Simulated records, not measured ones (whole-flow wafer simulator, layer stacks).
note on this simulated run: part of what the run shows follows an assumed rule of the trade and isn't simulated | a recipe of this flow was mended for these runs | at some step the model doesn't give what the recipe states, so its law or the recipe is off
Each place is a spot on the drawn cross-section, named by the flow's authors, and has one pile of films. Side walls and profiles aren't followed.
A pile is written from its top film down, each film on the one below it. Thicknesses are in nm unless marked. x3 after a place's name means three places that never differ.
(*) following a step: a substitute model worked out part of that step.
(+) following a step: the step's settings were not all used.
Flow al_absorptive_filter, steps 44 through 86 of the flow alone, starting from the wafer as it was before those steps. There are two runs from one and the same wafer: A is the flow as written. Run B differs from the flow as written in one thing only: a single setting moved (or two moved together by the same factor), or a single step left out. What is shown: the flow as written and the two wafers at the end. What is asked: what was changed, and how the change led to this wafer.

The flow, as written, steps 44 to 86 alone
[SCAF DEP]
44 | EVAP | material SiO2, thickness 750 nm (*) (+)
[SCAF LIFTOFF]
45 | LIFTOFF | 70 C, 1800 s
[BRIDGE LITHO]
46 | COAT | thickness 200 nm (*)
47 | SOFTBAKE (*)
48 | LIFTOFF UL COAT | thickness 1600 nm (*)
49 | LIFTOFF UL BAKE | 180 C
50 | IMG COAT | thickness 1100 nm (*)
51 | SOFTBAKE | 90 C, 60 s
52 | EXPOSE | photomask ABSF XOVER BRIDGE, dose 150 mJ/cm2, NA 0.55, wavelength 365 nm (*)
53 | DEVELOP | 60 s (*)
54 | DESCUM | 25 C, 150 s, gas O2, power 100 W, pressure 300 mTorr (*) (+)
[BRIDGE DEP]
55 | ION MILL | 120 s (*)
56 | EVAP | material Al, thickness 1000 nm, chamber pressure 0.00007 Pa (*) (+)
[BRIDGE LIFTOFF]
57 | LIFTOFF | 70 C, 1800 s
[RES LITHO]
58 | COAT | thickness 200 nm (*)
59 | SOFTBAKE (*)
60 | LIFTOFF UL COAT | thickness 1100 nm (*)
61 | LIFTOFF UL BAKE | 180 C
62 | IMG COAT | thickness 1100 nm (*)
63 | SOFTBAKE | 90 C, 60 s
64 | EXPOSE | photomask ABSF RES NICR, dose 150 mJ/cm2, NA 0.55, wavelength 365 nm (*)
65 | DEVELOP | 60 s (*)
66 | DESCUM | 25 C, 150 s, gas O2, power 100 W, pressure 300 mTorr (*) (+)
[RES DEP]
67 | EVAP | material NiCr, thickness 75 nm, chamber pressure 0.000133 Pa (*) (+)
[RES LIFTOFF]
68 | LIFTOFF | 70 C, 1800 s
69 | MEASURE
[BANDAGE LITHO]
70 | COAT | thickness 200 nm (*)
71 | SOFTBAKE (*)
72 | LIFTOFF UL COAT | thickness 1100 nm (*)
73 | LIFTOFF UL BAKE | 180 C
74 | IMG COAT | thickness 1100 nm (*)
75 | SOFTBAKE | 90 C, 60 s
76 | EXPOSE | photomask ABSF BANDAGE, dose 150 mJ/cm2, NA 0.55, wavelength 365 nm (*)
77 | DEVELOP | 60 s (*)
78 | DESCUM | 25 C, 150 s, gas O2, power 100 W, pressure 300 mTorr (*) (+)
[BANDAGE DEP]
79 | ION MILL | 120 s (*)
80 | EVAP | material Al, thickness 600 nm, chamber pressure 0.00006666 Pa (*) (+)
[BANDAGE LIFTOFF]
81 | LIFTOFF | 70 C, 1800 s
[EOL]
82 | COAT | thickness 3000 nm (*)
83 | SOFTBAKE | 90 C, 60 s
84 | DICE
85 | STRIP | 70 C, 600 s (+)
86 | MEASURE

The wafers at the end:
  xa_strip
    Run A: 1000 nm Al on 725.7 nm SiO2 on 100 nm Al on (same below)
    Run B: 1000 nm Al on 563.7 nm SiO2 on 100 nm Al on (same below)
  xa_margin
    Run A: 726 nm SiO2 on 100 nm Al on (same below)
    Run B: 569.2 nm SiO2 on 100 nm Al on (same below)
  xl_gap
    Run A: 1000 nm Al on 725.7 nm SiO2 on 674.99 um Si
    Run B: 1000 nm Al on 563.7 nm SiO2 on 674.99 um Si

The reason: step 44, EVAP: thickness 588 nm was run, whereas the flow has thickness 750 nm.

The path from the change to this, step by step:
  44 | EVAP | material SiO2, thickness 750 nm (*) (+)
      gnd, pad_far, pad_near and 10 more: A SiO2 gains 750 (new film) | B SiO2 gains 588 (new film)
      xa_margin: A SiO2 gains 726 (new film) | B SiO2 gains 569.2 (new film)
  45 | LIFTOFF | 70 C, 1800 s
      gnd, xa_field, xl_land, idc_field: A SiO2 loses 750 (all of it), i-line-resist loses 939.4 (all of it), lift-off-underlayer loses 1100 (all of it), acrylic-e-beam-resist loses 200 (all of it) | B SiO2 loses 588 (all of it), i-line-resist loses 939.4 (all of it), lift-off-underlayer loses 1100 (all of it), acrylic-e-beam-resist loses 200 (all of it)
      pad_far: A SiO2 loses 750 (all of it), i-line-resist loses 937 (all of it), lift-off-underlayer loses 1092.7 (all of it), acrylic-e-beam-resist loses 198.5 (all of it) | B SiO2 loses 588 (all of it), i-line-resist loses 937 (all of it), lift-off-underlayer loses 1092.7 (all of it), acrylic-e-beam-resist loses 198.5 (all of it)
      (also at 5 further places)
  46 | COAT | thickness 200 nm (*)
      xa_margin: A acrylic-e-beam-resist gains 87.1 (new film) | B acrylic-e-beam-resist gains 93.1 (new film)
      xa_strip: A acrylic-e-beam-resist gains 156.7 (new film) | B acrylic-e-beam-resist gains 169.6 (new film)
      (also at 2 further places)
  48 | LIFTOFF UL COAT | thickness 1600 nm (*)
      xa_margin: A lift-off-underlayer gains 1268 (new film) | B lift-off-underlayer gains 1349.6 (new film)
      xa_strip: A lift-off-underlayer gains 1219 (new film) | B lift-off-underlayer gains 1288 (new film)
      (also at 2 further places)
  50 | IMG COAT | thickness 1100 nm (*)
      xa_margin: A i-line-resist gains 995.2 (new film) | B i-line-resist gains 1022.6 (new film)
      xa_strip: A i-line-resist gains 962 (new film) | B i-line-resist gains 997.3 (new film)
      (also at 2 further places)
  53 | DEVELOP | 60 s (*)
      xa_strip: A i-line-resist loses 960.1 (all of it), lift-off-underlayer loses 1219 (all of it) | B i-line-resist loses 995.9 (all of it), lift-off-underlayer loses 1288 (all of it)
      xl_gap: A i-line-resist loses 1001.2 (all of it), lift-off-underlayer loses 1316.9 (all of it) | B i-line-resist loses 1028.3 (all of it), lift-off-underlayer loses 1396 (all of it)
      (also at 1 further place)
  54 | DESCUM | 25 C, 150 s, gas O2, power 100 W, pressure 300 mTorr (*) (+)
      xa_strip: A acrylic-e-beam-resist loses 156.7 (all of it) | B acrylic-e-beam-resist loses 169.6 (all of it)
      xl_gap: A acrylic-e-beam-resist loses 97.9 (all of it) | B acrylic-e-beam-resist loses 113.2 (all of it)
      (also at 1 further place)
  57 | LIFTOFF | 70 C, 1800 s
      xa_margin: A Al loses 1000 (all of it), i-line-resist loses 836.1 (all of it), lift-off-underlayer loses 1268 (all of it), acrylic-e-beam-resist loses 87.1 (all of it) | B Al loses 1000 (all of it), i-line-resist loses 865.3 (all of it), lift-off-underlayer loses 1349.6 (all of it), acrylic-e-beam-resist loses 93.1 (all of it)
  58 | COAT | thickness 200 nm (*)
      xa_margin: A acrylic-e-beam-resist gains 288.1 (new film) | B acrylic-e-beam-resist gains 315.4 (new film)
      xa_strip: A acrylic-e-beam-resist gains 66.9 (new film) | B acrylic-e-beam-resist gains 74.6 (new film)
      (also at 2 further places)
  60 | LIFTOFF UL COAT | thickness 1100 nm (*)
      xa_margin: A lift-off-underlayer gains 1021 (new film) | B lift-off-underlayer gains 1053.9 (new film)
      xa_strip: A lift-off-underlayer gains 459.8 (new film) | B lift-off-underlayer gains 494.1 (new film)
      (also at 2 further places)
  62 | IMG COAT | thickness 1100 nm (*)
      xa_margin: A i-line-resist gains 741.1 (new film) | B i-line-resist gains 785.3 (new film)
      xa_strip: A i-line-resist gains 577.9 (new film) | B i-line-resist gains 637.5 (new film)
      (also at 2 further places)
  63 | SOFTBAKE | 90 C, 60 s
      xl_turn: A i-line-resist loses 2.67 | B i-line-resist loses 2.04
  68 | LIFTOFF | 70 C, 1800 s
      xa_margin: A NiCr loses 75 (all of it), i-line-resist loses 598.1 (all of it), lift-off-underlayer loses 1021 (all of it), acrylic-e-beam-resist loses 288.1 (all of it) | B NiCr loses 75 (all of it), i-line-resist loses 642.6 (all of it), lift-off-underlayer loses 1053.9 (all of it), acrylic-e-beam-resist loses 315.4 (all of it)
      xa_strip: A NiCr loses 75 (all of it), i-line-resist loses 433.3 (all of it), lift-off-underlayer loses 459.8 (all of it), acrylic-e-beam-resist loses 66.9 (all of it) | B NiCr loses 75 (all of it), i-line-resist loses 492.8 (all of it), lift-off-underlayer loses 494.1 (all of it), acrylic-e-beam-resist loses 74.6 (all of it)
      (also at 2 further places)
  70 | COAT | thickness 200 nm (*)
      xa_margin: A acrylic-e-beam-resist gains 288.1 (new film) | B acrylic-e-beam-resist gains 315.4 (new film)
      xa_strip: A acrylic-e-beam-resist gains 66.9 (new film) | B acrylic-e-beam-resist gains 74.6 (new film)
      (also at 2 further places)
  72 | LIFTOFF UL COAT | thickness 1100 nm (*)
      xa_margin: A lift-off-underlayer gains 1021 (new film) | B lift-off-underlayer gains 1053.9 (new film)
      xa_strip: A lift-off-underlayer gains 459.8 (new film) | B lift-off-underlayer gains 494.1 (new film)
      (also at 2 further places)
  74 | IMG COAT | thickness 1100 nm (*)
      xa_margin: A i-line-resist gains 741.1 (new film) | B i-line-resist gains 785.3 (new film)
      xa_strip: A i-line-resist gains 577.9 (new film) | B i-line-resist gains 637.5 (new film)
      (also at 2 further places)
  ... 4 other steps ...
  85 | STRIP | 70 C, 600 s (+)
      xa_margin: A i-line-resist loses 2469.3 (all of it) | B i-line-resist loses 2598 (all of it)
      xa_strip: A i-line-resist loses 1477 (all of it) | B i-line-resist loses 1609.2 (all of it)
      (also at 2 further places)
